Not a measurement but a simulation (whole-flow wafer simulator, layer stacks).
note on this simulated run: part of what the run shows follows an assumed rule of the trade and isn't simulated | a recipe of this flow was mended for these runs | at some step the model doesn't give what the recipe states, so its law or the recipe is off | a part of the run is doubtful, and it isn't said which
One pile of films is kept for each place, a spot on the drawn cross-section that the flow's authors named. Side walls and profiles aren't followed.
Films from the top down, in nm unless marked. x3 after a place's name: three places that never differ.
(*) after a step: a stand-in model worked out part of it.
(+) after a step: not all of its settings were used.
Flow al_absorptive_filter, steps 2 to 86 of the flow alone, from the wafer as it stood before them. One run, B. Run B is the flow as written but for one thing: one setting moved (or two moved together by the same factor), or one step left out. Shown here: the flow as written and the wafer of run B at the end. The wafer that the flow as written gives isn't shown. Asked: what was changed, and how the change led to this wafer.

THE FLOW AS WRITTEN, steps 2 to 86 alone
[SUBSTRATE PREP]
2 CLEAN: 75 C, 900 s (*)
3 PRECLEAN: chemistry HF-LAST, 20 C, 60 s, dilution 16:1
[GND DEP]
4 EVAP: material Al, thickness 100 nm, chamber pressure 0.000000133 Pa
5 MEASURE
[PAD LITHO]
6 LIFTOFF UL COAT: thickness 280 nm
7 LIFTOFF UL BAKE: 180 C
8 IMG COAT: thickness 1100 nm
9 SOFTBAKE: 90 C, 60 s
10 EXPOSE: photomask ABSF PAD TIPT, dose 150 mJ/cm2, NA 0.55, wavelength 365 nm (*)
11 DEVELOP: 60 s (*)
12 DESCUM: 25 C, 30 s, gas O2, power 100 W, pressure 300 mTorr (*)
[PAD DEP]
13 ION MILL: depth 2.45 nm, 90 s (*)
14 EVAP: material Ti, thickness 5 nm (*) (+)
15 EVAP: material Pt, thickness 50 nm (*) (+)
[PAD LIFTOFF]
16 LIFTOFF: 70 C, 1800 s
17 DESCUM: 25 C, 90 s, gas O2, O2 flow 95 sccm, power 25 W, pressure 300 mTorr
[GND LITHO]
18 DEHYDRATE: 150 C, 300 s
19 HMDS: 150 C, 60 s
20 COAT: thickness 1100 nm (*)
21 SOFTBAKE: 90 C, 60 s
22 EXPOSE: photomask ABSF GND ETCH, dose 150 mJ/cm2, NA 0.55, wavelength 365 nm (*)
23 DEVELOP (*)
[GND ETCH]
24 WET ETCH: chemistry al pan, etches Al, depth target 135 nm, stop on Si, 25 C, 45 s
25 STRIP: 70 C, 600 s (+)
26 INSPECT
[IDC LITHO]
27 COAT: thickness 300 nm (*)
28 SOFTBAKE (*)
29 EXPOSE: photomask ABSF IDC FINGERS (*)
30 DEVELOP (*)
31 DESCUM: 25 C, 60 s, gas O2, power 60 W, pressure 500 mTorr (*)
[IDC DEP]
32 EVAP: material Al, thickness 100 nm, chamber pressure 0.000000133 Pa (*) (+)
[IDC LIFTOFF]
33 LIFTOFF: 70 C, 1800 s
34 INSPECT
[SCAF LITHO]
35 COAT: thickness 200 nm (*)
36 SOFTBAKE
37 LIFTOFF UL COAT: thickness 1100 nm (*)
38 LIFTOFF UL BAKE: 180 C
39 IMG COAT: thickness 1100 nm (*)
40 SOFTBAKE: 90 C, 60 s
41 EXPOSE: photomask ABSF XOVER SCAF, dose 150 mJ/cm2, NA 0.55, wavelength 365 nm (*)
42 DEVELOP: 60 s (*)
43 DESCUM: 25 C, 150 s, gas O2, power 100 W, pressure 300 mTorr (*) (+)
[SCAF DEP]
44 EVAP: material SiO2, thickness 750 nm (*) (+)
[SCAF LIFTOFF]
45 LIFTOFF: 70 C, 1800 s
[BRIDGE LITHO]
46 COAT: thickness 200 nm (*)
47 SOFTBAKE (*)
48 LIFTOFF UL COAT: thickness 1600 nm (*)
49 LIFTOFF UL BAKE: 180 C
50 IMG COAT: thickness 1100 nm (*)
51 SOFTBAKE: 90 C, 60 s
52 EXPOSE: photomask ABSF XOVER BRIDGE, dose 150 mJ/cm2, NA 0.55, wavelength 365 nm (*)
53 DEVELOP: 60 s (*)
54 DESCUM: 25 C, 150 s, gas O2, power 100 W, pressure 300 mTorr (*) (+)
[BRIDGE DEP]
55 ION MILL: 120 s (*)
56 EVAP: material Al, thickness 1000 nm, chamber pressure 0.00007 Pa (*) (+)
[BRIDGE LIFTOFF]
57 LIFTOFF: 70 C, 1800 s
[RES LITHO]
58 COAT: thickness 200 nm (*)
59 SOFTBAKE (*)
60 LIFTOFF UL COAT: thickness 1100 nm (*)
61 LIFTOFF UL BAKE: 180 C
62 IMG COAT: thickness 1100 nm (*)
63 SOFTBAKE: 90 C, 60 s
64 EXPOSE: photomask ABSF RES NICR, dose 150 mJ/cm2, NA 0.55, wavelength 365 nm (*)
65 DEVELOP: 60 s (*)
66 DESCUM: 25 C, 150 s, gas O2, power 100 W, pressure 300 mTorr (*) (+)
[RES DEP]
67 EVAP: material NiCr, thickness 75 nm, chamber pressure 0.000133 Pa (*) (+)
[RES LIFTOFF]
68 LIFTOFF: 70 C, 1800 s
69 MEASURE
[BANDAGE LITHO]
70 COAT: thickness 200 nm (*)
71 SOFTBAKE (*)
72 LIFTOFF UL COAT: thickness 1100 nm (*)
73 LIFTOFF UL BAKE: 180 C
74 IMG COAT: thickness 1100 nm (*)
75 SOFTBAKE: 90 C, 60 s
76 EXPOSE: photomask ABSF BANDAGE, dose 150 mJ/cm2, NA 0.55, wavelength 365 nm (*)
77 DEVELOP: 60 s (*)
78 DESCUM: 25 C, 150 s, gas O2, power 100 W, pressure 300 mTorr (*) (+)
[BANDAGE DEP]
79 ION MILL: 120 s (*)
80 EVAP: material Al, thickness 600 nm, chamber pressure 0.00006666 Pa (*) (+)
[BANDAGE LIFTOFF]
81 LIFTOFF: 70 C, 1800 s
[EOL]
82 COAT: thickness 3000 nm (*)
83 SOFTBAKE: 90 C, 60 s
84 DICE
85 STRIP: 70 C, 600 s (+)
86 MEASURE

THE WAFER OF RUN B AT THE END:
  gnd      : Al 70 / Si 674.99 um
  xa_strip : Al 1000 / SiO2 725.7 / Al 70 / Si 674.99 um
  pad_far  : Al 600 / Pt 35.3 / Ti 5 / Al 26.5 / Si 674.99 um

The cause: step 4, EVAP: thickness 70 nm was run, where the flow has thickness 100 nm.
It can be read off the wafer: gnd has Al 70, and step 4 as written asks for 100 nm.

How the change led to this, step by step:
  4 EVAP: material Al, thickness 100 nm, chamber pressure 0.000000133 Pa
      gnd, pad_far, pad_near and 11 more: Al +70 (new film) (as written it would be: Al +100 (new film))
  24 WET ETCH: chemistry al pan, etches Al, depth target 135 nm, stop on Si, 25 C, 45 s
      res, xl_gap, idc_field, idc_line, idc_space: Al -56.7 (all of it) (as written it would be: Al -86.7 (all of it))
  27 COAT: thickness 300 nm (*)
      ledge: e-beam-resist +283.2 (new film) (as written it would be: e-beam-resist +274.4 (new film))
      res: e-beam-resist +335.4 (new film) (as written it would be: e-beam-resist +349.6 (new film))
      (and at 1 more place)
  33 LIFTOFF: 70 C, 1800 s
      ledge: Al -100 (all of it), e-beam-resist -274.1 (all of it) (as written it would be: Al -100 (all of it), e-beam-resist -265.3 (all of it))
      res: Al -100 (all of it), e-beam-resist -326.4 (all of it) (as written it would be: Al -100 (all of it), e-beam-resist -340.6 (all of it))
      (and at 1 more place)
  35 COAT: thickness 200 nm (*)
      ledge: acrylic-e-beam-resist +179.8 (new film) (as written it would be: acrylic-e-beam-resist +169.8 (new film))
      res: acrylic-e-beam-resist +222.9 (new film) (as written it would be: acrylic-e-beam-resist +231.4 (new film))
      (and at 2 more places)
  43 DESCUM: 25 C, 150 s, gas O2, power 100 W, pressure 300 mTorr (*) (+)
      gnd, pad_far, pad_near and 7 more: i-line-resist -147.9 (as written it would be: i-line-resist -159.6)
      xl_gap: acrylic-e-beam-resist -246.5 (all of it) (as written it would be: acrylic-e-beam-resist -265.9 (all of it))
      (and at 1 more place)
  45 LIFTOFF: 70 C, 1800 s
      ledge: SiO2 -750 (all of it), i-line-resist -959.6 (all of it), lift-off-underlayer -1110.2 (all of it), acrylic-e-beam-resist -179.8 (all of it) (as written it would be: SiO2 -750 (all of it), i-line-resist -952.1 (all of it), lift-off-underlayer -1114 (all of it), acrylic-e-beam-resist -169.8 (all of it))
      res: SiO2 -750 (all of it), i-line-resist -962.8 (all of it), lift-off-underlayer -1133.8 (all of it), acrylic-e-beam-resist -222.9 (all of it) (as written it would be: SiO2 -750 (all of it), i-line-resist -956.3 (all of it), lift-off-underlayer -1148.2 (all of it), acrylic-e-beam-resist -231.4 (all of it))
  46 COAT: thickness 200 nm (*)
      ledge: acrylic-e-beam-resist +179.8 (new film) (as written it would be: acrylic-e-beam-resist +169.8 (new film))
      res: acrylic-e-beam-resist +222.9 (new film) (as written it would be: acrylic-e-beam-resist +231.4 (new film))
      (and at 2 more places)
  54 DESCUM: 25 C, 150 s, gas O2, power 100 W, pressure 300 mTorr (*) (+)
      xl_gap: acrylic-e-beam-resist -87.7 (all of it) (as written it would be: acrylic-e-beam-resist -97.9 (all of it))
      xl_turn: acrylic-e-beam-resist -146.7 (all of it) (as written it would be: acrylic-e-beam-resist -141.8 (all of it))
  57 LIFTOFF: 70 C, 1800 s
      ledge: Al -1000 (all of it), i-line-resist -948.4 (all of it), lift-off-underlayer -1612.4 (all of it), acrylic-e-beam-resist -179.8 (all of it) (as written it would be: Al -1000 (all of it), i-line-resist -951.7 (all of it), lift-off-underlayer -1617.2 (all of it), acrylic-e-beam-resist -169.8 (all of it))
      res: Al -1000 (all of it), i-line-resist -950.4 (all of it), lift-off-underlayer -1637.3 (all of it), acrylic-e-beam-resist -222.9 (all of it) (as written it would be: Al -1000 (all of it), i-line-resist -954.3 (all of it), lift-off-underlayer -1653.2 (all of it), acrylic-e-beam-resist -231.4 (all of it))
  58 COAT: thickness 200 nm (*)
      ledge: acrylic-e-beam-resist +179.8 (new film) (as written it would be: acrylic-e-beam-resist +169.8 (new film))
      res: acrylic-e-beam-resist +222.9 (new film) (as written it would be: acrylic-e-beam-resist +231.4 (new film))
      (and at 2 more places)
  60 LIFTOFF UL COAT: thickness 1100 nm (*)
      xl_gap: lift-off-underlayer +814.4 (new film) (as written it would be: lift-off-underlayer +831.4 (new film))
  66 DESCUM: 25 C, 150 s, gas O2, power 100 W, pressure 300 mTorr (*) (+)
      gnd, pad_far, xa_field and 8 more: i-line-resist -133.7 (as written it would be: i-line-resist -138.9)
      ledge: acrylic-e-beam-resist -179.8 (all of it) (as written it would be: acrylic-e-beam-resist -169.8 (all of it))
      (and at 1 more place)
  68 LIFTOFF: 70 C, 1800 s
      xl_gap: NiCr -75 (all of it), i-line-resist -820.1 (all of it), lift-off-underlayer -814.4 (all of it), acrylic-e-beam-resist -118 (all of it) (as written it would be: NiCr -75 (all of it), i-line-resist -818.3 (all of it), lift-off-underlayer -831.4 (all of it), acrylic-e-beam-resist -123.8 (all of it))
      xl_turn: NiCr -75 (all of it), i-line-resist -762.6 (all of it), lift-off-underlayer -784.7 (all of it), acrylic-e-beam-resist -150.6 (all of it) (as written it would be: NiCr -75 (all of it), i-line-resist -760.9 (all of it), lift-off-underlayer -781.4 (all of it), acrylic-e-beam-resist -146.6 (all of it))
  70 COAT: thickness 200 nm (*)
      ledge: acrylic-e-beam-resist +177.1 (new film) (as written it would be: acrylic-e-beam-resist +167 (new film))
      res: acrylic-e-beam-resist +209.3 (new film) (as written it would be: acrylic-e-beam-resist +218.1 (new film))
      (and at 2 more places)
  81 LIFTOFF: 70 C, 1800 s
      ledge: Al -600 (all of it), i-line-resist -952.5 (all of it), lift-off-underlayer -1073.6 (all of it), acrylic-e-beam-resist -177.1 (all of it) (as written it would be: Al -600 (all of it), i-line-resist -956.6 (all of it), lift-off-underlayer -1077.5 (all of it), acrylic-e-beam-resist -167 (all of it))
      res: Al -600 (all of it), i-line-resist -959.1 (all of it), lift-off-underlayer -1104 (all of it), acrylic-e-beam-resist -209.3 (all of it) (as written it would be: Al -600 (all of it), i-line-resist -964.1 (all of it), lift-off-underlayer -1118.2 (all of it), acrylic-e-beam-resist -218.1 (all of it))
      (and at 2 more places)
  83 SOFTBAKE: 90 C, 60 s
      ledge: i-line-resist -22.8 (as written it would be: i-line-resist -22.2)
      res: i-line-resist -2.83 (as written it would be: i-line-resist -1.75)
      (and at 1 more place)
